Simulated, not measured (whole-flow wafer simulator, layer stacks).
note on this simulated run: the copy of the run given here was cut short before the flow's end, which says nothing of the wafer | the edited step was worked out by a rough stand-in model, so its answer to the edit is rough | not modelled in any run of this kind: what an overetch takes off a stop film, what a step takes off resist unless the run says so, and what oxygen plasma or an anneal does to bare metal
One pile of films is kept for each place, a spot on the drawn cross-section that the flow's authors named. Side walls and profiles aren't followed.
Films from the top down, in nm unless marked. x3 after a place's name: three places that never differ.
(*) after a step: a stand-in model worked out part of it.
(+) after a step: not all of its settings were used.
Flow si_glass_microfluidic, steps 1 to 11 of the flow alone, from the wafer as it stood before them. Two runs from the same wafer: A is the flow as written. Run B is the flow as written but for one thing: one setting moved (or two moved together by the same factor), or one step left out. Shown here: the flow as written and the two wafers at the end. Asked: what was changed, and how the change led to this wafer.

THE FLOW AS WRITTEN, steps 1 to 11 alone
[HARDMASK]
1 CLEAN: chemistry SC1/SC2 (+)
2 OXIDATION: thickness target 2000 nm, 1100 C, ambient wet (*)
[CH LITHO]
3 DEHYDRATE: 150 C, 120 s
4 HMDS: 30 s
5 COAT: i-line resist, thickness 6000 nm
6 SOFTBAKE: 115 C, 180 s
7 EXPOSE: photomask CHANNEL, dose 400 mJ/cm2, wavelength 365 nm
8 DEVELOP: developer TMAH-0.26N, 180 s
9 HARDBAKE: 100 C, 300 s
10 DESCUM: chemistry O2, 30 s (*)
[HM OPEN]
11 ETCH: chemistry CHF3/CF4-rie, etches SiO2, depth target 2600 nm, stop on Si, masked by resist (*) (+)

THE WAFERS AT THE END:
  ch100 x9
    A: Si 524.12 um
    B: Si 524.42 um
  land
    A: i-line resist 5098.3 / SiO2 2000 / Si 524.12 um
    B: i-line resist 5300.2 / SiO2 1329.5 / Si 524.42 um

The cause: step 2, OXIDATION: 990 C was run, where the flow has 1100 C.

How the change led to this, step by step:
  2 OXIDATION: thickness target 2000 nm, 1100 C, ambient wet (*)
      land, ch100 x9: A SiO2 +2000 (new film), chemical SiO2 -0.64 (all of it), Si -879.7 | B SiO2 +1329.5 (new film), chemical SiO2 -0.64 (all of it), Si -584.7
  11 ETCH: chemistry CHF3/CF4-rie, etches SiO2, depth target 2600 nm, stop on Si, masked by resist (*) (+)
      ch100 x9: A SiO2 -2000 (all of it) | B SiO2 -1329.5 (all of it)
      land: A i-line resist -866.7 | B i-line resist -664.7
